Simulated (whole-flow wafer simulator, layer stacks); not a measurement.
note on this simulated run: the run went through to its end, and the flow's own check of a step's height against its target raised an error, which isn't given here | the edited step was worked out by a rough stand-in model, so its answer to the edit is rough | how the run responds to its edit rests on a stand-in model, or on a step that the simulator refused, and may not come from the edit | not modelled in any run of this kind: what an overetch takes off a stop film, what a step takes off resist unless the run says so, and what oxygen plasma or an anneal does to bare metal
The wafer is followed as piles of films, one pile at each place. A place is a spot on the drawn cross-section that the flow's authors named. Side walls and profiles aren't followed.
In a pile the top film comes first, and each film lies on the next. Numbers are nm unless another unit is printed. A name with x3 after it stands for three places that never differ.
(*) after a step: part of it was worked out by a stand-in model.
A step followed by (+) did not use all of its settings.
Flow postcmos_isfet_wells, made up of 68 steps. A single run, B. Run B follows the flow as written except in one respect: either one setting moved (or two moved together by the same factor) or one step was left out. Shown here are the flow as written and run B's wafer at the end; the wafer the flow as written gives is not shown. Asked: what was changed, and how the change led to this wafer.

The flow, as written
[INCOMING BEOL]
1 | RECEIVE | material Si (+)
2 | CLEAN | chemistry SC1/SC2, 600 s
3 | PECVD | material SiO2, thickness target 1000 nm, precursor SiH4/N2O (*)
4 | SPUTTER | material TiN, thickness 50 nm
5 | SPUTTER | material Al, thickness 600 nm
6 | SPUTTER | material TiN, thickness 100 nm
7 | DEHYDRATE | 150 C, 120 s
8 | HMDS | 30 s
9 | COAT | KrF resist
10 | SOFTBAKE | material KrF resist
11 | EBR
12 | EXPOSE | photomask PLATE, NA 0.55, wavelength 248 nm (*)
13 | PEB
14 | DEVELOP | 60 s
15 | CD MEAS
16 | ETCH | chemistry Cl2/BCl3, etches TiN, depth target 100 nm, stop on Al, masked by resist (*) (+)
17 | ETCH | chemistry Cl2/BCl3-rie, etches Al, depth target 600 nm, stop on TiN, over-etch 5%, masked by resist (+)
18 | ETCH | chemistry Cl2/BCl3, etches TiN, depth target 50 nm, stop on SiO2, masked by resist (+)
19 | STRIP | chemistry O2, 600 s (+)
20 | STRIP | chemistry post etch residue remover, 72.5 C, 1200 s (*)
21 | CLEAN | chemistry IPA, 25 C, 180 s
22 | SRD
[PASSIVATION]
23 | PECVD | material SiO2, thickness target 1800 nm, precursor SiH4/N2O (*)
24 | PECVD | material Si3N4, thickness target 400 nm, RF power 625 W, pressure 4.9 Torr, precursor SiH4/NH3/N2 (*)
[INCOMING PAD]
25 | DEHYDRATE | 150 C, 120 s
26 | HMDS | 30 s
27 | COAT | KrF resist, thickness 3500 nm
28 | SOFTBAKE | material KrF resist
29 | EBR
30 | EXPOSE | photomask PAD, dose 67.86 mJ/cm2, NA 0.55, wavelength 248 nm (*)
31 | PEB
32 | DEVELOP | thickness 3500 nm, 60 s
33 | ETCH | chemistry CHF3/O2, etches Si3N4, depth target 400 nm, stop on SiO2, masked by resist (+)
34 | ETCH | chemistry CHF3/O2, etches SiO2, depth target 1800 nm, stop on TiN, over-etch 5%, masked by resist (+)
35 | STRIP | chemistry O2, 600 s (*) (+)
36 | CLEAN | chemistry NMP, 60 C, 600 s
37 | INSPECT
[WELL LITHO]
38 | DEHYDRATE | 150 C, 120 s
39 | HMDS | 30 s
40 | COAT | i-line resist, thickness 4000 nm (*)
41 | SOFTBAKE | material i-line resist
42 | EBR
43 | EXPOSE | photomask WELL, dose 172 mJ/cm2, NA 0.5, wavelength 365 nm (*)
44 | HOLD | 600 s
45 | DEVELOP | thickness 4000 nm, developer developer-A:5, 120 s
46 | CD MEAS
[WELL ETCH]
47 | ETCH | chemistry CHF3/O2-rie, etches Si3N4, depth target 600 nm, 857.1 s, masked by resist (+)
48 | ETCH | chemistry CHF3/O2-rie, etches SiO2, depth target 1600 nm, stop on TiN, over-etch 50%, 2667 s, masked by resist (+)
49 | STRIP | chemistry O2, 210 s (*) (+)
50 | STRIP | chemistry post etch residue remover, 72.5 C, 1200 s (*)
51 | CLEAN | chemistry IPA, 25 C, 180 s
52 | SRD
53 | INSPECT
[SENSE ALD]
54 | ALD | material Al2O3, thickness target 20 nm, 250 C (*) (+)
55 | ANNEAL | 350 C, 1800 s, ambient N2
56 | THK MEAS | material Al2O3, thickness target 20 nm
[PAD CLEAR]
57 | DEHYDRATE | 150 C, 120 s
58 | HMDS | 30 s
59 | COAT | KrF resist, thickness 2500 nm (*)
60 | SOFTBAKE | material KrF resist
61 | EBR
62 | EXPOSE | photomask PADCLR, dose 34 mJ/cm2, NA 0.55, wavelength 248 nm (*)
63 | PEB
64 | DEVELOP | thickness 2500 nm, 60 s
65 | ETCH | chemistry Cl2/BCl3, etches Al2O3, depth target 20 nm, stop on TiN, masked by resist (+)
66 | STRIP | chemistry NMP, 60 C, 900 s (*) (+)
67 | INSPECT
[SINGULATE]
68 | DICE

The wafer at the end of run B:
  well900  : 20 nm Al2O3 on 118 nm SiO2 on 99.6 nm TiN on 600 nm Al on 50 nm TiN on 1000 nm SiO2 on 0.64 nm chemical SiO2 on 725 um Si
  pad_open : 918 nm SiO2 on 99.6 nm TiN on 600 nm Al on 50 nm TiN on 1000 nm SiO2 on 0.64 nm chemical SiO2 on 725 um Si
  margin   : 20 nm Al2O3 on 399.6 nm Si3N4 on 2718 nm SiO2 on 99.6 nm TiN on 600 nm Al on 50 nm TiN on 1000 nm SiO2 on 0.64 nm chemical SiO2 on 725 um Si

Cause: step 23, PECVD: thickness target 2718 nm was run, while the flow as written has thickness target 1800 nm.
The wafer lets one read it off: margin has SiO2 2718, and step 23 as written asks for 1800 nm.

How this came from the change, step by step:
  23 | PECVD | material SiO2, thickness target 1800 nm, precursor SiH4/N2O (*)
      margin, well900, well1300 x3, pad_rim, pad_clr, pad_open: SiO2 gains 2718 (new film) (it would be, as written: SiO2 gains 1800 (new film))
      field: SiO2 gains 2718 (new film), void gains 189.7 (new film), SiO2 gains 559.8 (it would be, as written: SiO2 gains 1800 (new film), void gains 189.9 (new film), SiO2 gains 559.7)
  34 | ETCH | chemistry CHF3/O2, etches SiO2, depth target 1800 nm, stop on TiN, over-etch 5%, masked by resist (+)
      pad_open: SiO2 loses 1800 (it would be, as written: SiO2 loses 1800 (all of it))
  48 | ETCH | chemistry CHF3/O2-rie, etches SiO2, depth target 1600 nm, stop on TiN, over-etch 50%, 2667 s, masked by resist (+)
      well900, well1300 x3: SiO2 loses 2400 (it would be, as written: SiO2 loses 1600 (all of it))
  59 | COAT | KrF resist, thickness 2500 nm (*)
      field: KrF resist gains 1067 (new film) (it would be, as written: KrF resist gains 1449 (new film))
      margin: KrF resist gains 1066.9 (new film) (it would be, as written: KrF resist gains 1448.9 (new film))
  63 | PEB
      field, margin: KrF resist loses 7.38 (it would be, as written: KrF resist loses 10.1)
  66 | STRIP | chemistry NMP, 60 C, 900 s (*) (+)
      field: KrF resist loses 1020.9 (all of it) (it would be, as written: KrF resist loses 1400.1 (all of it))
      margin: KrF resist loses 1020.8 (all of it) (it would be, as written: KrF resist loses 1400.1 (all of it))
